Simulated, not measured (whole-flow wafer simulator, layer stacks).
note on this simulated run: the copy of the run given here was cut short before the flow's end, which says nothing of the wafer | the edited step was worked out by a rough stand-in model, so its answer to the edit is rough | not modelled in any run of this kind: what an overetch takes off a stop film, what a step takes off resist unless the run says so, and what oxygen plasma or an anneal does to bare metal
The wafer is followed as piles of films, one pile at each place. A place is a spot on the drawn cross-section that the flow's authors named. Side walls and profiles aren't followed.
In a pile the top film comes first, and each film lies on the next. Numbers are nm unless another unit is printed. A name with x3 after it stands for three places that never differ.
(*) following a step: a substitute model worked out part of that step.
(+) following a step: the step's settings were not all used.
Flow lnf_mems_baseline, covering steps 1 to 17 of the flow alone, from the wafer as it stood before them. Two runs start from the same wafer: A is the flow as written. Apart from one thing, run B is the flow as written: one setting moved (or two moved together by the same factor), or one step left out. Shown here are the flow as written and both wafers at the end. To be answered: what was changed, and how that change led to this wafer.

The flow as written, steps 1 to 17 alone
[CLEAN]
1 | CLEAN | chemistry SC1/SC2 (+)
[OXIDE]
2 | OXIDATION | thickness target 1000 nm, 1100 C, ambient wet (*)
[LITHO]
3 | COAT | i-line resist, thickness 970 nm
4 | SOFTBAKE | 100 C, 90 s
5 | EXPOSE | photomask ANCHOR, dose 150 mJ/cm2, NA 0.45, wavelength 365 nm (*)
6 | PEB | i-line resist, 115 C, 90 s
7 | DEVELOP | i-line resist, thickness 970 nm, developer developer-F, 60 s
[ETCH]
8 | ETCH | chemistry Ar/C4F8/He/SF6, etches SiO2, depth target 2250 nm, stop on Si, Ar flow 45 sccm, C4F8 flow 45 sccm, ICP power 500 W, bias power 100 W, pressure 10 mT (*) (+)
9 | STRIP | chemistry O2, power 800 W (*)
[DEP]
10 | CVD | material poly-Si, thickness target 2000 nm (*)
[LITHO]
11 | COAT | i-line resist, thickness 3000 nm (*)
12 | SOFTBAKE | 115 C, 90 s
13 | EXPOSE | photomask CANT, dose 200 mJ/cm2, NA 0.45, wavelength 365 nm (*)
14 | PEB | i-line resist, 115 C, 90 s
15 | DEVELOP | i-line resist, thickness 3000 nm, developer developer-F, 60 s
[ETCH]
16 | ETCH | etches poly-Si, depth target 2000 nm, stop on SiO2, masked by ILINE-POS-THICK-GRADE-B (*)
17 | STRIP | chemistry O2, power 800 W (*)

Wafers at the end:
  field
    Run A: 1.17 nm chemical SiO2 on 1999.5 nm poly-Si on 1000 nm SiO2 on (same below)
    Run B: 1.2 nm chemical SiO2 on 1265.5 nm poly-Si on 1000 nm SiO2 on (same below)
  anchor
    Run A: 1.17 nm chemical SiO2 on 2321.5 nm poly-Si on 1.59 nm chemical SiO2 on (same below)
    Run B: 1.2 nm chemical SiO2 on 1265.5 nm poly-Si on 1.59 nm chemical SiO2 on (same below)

What caused this: step 10, CVD: thickness target 1266 nm was run, whereas the flow has thickness target 2000 nm.

The path from the change to this, step by step:
  10 | CVD | material poly-Si, thickness target 2000 nm (*)
      field, beam, trench, char_slit: A poly-Si gains 2000 (new film) | B poly-Si gains 1266 (new film)
      anchor: A poly-Si gains 2322 (new film) | B poly-Si gains 1266 (new film)
  11 | COAT | i-line resist, thickness 3000 nm (*)
      anchor: A i-line resist gains 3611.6 (new film) | B i-line resist gains 3894.6 (new film)
  12 | SOFTBAKE | 115 C, 90 s
      field: A i-line resist loses 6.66 | B i-line resist loses 10.7
      anchor: A i-line resist gains 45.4 | B i-line resist gains 72.2
      (as well as at 2 more places)
  14 | PEB | i-line resist, 115 C, 90 s
      anchor: A i-line resist loses 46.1 | B i-line resist loses 51.7
  16 | ETCH | etches poly-Si, depth target 2000 nm, stop on SiO2, masked by ILINE-POS-THICK-GRADE-B (*)
      field, anchor, beam: A i-line resist loses 25 | B i-line resist loses 23.7
      trench, char_slit: A poly-Si loses 2000 (all of it) | B poly-Si loses 1266 (all of it)
  17 | STRIP | chemistry O2, power 800 W (*)
      anchor: A chemical SiO2 gains 1.17 (new film), i-line resist loses 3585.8 (all of it), poly-Si loses 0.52 | B chemical SiO2 gains 1.2 (new film), i-line resist loses 3891.2 (all of it), poly-Si loses 0.53
